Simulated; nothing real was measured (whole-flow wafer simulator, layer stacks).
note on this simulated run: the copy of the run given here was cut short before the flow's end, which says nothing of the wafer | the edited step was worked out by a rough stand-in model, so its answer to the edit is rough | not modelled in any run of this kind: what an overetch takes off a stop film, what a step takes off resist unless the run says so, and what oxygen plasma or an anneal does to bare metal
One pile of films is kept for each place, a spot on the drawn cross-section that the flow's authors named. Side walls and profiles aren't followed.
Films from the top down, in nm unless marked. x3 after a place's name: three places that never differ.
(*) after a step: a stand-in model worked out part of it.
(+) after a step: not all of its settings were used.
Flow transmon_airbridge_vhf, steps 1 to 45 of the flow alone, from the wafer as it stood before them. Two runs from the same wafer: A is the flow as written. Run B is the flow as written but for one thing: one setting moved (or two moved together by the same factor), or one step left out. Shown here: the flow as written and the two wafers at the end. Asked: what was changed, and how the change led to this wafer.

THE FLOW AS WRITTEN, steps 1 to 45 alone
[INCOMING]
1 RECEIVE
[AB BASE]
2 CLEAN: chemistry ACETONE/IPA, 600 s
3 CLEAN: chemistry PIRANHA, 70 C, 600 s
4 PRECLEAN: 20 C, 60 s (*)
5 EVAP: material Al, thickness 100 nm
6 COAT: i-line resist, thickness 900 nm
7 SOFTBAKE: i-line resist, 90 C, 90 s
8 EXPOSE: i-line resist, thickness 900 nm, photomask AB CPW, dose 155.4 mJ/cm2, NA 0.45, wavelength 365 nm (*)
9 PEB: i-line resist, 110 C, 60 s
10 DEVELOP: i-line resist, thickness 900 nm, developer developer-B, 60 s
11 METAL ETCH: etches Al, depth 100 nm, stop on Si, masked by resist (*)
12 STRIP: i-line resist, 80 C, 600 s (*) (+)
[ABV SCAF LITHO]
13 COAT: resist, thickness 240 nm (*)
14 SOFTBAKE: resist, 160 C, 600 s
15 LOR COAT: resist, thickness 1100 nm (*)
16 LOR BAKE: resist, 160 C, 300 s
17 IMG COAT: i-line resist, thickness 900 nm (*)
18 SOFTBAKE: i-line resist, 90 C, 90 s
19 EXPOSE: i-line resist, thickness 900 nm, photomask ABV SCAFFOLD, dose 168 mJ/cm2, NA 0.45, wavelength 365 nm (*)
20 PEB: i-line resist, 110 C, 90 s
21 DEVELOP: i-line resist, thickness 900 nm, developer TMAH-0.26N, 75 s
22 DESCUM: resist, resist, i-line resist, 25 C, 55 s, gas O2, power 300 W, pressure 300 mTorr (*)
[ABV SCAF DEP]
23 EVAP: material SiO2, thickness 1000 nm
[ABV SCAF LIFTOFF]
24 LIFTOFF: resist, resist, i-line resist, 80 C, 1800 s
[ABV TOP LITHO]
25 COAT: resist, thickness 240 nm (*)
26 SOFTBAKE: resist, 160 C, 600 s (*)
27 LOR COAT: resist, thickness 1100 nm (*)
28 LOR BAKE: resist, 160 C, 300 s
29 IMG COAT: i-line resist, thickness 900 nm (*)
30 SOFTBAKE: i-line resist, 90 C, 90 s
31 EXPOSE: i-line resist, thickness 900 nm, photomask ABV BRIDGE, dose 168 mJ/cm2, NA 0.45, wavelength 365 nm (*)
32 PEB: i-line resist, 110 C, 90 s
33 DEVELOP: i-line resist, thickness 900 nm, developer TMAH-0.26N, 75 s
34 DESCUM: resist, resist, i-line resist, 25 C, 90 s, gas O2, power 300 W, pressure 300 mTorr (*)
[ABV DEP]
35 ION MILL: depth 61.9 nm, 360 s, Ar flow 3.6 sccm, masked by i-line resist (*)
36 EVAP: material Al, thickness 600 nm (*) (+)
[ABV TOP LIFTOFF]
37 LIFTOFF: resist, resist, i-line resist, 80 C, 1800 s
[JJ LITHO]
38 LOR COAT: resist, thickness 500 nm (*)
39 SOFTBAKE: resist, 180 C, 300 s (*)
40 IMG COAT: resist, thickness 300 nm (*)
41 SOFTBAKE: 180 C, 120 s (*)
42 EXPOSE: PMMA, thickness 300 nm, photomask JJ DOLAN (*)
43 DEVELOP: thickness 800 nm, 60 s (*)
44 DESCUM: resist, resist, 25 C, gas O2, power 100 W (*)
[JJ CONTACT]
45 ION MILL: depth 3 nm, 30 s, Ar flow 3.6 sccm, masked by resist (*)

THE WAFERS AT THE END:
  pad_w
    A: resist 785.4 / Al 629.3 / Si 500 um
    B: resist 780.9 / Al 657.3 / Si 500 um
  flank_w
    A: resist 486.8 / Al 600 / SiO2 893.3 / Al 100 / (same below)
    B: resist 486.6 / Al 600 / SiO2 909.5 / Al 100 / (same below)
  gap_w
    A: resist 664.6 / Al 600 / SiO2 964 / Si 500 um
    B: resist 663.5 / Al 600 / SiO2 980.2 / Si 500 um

The cause: step 35, ION MILL: depth 34 nm was run, where the flow has depth 61.9 nm; step 35, ION MILL: 198 s was run, where the flow has 360 s.

How the change led to this, step by step:
  35 ION MILL: depth 61.9 nm, 360 s, Ar flow 3.6 sccm, masked by i-line resist (*)
      field x3, jj_line, ground_far, trace_open_s x2, margin_s, margin_n: A i-line resist -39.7 | B i-line resist -21.9
      flank_w, gap_w, cpw_trace, gap_e, flank_e, bridge_strip: A SiO2 -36 | B SiO2 -19.8
      (and at 2 more places)
  37 LIFTOFF: resist, resist, i-line resist, 80 C, 1800 s
      field x3, jj_line, trace_open_s x2: A Al -600 (all of it), i-line resist -600 (all of it), resist -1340 (all of it) | B Al -600 (all of it), i-line resist -617.9 (all of it), resist -1340 (all of it)
      margin_s, margin_n: A Al -600 (all of it), i-line resist -318.3 (all of it), resist -992 (all of it) | B Al -600 (all of it), i-line resist -336.2 (all of it), resist -992 (all of it)
      (and at 1 more place)
